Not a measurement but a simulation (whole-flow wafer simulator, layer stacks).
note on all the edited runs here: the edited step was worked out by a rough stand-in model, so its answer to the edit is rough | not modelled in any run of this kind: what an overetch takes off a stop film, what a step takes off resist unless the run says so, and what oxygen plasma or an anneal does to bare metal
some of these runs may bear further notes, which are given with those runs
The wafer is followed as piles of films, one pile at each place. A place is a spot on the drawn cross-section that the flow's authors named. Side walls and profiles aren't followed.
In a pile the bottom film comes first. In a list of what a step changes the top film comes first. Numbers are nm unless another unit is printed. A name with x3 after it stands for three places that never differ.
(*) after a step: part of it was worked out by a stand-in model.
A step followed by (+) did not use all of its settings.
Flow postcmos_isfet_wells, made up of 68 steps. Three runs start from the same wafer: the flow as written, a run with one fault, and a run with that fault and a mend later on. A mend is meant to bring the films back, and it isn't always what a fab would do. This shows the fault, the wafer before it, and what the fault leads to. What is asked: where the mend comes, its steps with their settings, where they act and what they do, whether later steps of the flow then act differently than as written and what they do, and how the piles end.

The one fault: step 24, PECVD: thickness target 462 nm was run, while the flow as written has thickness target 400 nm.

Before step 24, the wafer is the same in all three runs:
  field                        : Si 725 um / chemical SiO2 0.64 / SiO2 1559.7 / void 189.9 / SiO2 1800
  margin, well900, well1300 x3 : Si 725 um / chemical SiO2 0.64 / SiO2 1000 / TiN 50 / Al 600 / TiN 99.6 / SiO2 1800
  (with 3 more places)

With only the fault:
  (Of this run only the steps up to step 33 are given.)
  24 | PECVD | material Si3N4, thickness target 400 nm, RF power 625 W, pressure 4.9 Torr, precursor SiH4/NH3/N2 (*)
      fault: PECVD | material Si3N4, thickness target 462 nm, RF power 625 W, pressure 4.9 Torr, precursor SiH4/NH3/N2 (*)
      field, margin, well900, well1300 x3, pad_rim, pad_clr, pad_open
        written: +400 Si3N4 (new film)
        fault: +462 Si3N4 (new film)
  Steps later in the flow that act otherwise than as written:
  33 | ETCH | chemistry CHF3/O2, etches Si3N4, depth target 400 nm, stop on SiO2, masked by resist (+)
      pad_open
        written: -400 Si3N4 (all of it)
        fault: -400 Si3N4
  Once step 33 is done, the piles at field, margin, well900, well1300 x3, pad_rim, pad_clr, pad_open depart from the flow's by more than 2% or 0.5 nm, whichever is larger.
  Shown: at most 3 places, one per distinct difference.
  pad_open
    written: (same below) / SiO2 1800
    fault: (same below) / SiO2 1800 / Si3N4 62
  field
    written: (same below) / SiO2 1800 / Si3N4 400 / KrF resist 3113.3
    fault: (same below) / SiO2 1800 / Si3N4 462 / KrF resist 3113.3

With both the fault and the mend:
  After step 24 comes the mend.
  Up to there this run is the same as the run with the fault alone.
  24a | ETCH | chemistry h3po4, depth target 531.3 nm
      field, margin, well900, well1300 x3, pad_rim, pad_clr, pad_open
        -462 Si3N4 (all of it)
  24b | PECVD | material Si3N4, thickness target 400 nm, RF power 625 W, pressure 4.9 Torr, precursor SiH4/NH3/N2 (*) (the flow's step 24 again)
      field, margin, well900, well1300 x3, pad_rim, pad_clr, pad_open
        +400 Si3N4 (new film)
  Later steps of the flow that are run all act as written at every place that is followed.
  At every place that both follow, the piles at the end match the flow's.
